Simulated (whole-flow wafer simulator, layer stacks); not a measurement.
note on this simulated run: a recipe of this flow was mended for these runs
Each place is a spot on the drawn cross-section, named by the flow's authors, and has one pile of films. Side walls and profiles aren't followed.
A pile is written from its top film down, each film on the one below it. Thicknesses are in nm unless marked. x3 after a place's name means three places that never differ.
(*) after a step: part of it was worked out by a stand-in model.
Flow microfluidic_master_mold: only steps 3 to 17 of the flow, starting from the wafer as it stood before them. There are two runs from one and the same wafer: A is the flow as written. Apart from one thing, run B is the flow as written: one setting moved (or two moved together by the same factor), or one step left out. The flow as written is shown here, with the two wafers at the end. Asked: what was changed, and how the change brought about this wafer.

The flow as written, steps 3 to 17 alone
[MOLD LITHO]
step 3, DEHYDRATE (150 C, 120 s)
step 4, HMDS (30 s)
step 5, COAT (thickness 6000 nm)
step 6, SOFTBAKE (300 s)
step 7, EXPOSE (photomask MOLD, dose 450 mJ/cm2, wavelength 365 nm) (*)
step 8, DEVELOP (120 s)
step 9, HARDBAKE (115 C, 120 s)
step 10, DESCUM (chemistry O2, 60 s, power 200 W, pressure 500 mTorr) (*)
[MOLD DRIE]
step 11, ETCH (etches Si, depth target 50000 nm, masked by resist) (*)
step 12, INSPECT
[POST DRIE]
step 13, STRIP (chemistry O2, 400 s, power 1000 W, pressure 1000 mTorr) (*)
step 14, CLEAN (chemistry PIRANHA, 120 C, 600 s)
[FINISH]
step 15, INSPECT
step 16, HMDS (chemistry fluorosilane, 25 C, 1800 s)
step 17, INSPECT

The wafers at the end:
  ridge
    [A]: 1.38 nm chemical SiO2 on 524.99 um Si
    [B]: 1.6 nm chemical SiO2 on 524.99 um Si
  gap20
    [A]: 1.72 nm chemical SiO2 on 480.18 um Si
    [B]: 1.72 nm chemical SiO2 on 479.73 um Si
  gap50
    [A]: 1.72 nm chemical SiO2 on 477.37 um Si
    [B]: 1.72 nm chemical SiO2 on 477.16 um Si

The reason: step 5, COAT: thickness 3000 nm was run, whereas the flow has thickness 6000 nm.

How this came from the change, step by step:
  step 5, COAT (thickness 6000 nm)
      ridge, gap20, gap50, gap200 x2: A +6000 thick-i-line-resist (new film) | B +3000 thick-i-line-resist (new film)
  step 8, DEVELOP (120 s)
      gap20, gap50, gap200 x2: A -6000 thick-i-line-resist (all of it) | B -3000 thick-i-line-resist (all of it)
  step 9, HARDBAKE (115 C, 120 s)
      ridge: A -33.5 thick-i-line-resist | B -12.6 thick-i-line-resist
  step 11, ETCH (etches Si, depth target 50000 nm, masked by resist) (*)
      gap20: A -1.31 chemical SiO2 (all of it), -44.81 um Si | B -1.31 chemical SiO2 (all of it), -45.26 um Si
      gap50: A -1.31 chemical SiO2 (all of it), -47.62 um Si | B -1.31 chemical SiO2 (all of it), -47.83 um Si
  step 13, STRIP (chemistry O2, 400 s, power 1000 W, pressure 1000 mTorr) (*)
      ridge: A -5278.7 thick-i-line-resist (all of it), +0.78 chemical SiO2, -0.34 Si | B -2299.6 thick-i-line-resist (all of it), +1 chemical SiO2, -0.44 Si
